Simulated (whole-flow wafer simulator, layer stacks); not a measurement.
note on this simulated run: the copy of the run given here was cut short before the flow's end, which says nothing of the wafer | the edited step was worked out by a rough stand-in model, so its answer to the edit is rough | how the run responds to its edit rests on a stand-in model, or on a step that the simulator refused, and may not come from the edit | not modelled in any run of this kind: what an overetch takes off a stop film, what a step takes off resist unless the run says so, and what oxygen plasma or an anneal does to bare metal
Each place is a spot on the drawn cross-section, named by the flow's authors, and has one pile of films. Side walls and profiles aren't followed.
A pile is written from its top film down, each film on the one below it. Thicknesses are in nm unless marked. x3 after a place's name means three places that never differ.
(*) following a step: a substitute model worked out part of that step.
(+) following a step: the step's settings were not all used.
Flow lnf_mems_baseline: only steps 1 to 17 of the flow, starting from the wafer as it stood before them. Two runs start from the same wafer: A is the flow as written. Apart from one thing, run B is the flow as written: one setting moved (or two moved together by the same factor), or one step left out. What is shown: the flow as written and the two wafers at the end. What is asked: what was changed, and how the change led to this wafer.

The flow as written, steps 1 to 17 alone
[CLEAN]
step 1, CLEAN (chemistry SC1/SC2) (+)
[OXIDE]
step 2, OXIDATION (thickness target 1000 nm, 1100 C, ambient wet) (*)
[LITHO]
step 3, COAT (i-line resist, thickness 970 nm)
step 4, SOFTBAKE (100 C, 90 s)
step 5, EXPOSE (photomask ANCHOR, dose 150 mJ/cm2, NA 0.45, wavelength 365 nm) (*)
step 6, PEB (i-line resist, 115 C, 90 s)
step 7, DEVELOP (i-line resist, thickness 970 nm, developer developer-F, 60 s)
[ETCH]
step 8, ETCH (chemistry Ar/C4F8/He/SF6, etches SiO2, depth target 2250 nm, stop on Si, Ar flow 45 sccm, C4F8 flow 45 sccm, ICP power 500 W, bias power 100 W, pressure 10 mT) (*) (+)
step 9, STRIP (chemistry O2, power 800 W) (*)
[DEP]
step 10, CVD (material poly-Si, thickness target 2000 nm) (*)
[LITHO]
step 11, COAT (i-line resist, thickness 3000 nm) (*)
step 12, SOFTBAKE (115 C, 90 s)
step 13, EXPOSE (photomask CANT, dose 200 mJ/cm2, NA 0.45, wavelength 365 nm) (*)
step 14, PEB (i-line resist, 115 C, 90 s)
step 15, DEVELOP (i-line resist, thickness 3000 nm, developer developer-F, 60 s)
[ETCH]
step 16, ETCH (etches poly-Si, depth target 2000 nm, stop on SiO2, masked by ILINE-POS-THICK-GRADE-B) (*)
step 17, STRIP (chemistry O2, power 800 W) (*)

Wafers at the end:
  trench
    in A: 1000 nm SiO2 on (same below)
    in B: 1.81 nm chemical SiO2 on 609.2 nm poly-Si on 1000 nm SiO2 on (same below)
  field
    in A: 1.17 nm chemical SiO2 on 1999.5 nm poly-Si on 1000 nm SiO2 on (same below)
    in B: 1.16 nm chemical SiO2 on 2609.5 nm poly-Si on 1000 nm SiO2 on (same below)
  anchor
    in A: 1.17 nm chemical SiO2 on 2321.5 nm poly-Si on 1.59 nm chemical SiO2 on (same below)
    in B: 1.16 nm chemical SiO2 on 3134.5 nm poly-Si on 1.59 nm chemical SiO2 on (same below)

What caused this: step 10, CVD: thickness target 2610 nm was run, though the flow has thickness target 2000 nm.

Step by step, how the change led to this:
  step 10, CVD (material poly-Si, thickness target 2000 nm) (*)
      field, beam, trench, char_slit: A +2000 poly-Si (new film) | B +2610 poly-Si (new film)
      anchor: A +2322 poly-Si (new film) | B +3135 poly-Si (new film)
  step 11, COAT (i-line resist, thickness 3000 nm) (*)
      anchor: A +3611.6 i-line resist (new film) | B +3419.7 i-line resist (new film)
  step 12, SOFTBAKE (115 C, 90 s)
      field: A -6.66 i-line resist | B -5.65 i-line resist
      anchor: A +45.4 i-line resist | B +37.4 i-line resist
      (and at 2 other places as well)
  step 14, PEB (i-line resist, 115 C, 90 s)
      anchor: A -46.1 i-line resist | B -42.6 i-line resist
  step 16, ETCH (etches poly-Si, depth target 2000 nm, stop on SiO2, masked by ILINE-POS-THICK-GRADE-B) (*)
      trench, char_slit: A -2000 poly-Si (all of it) | B -2000 poly-Si
  step 17, STRIP (chemistry O2, power 800 W) (*)
      trench, char_slit: A nothing | B +1.81 chemical SiO2 (new film), -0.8 poly-Si
      anchor: A +1.17 chemical SiO2 (new film), -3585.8 i-line resist (all of it), -0.52 poly-Si | B +1.16 chemical SiO2 (new film), -3389.5 i-line resist (all of it), -0.51 poly-Si
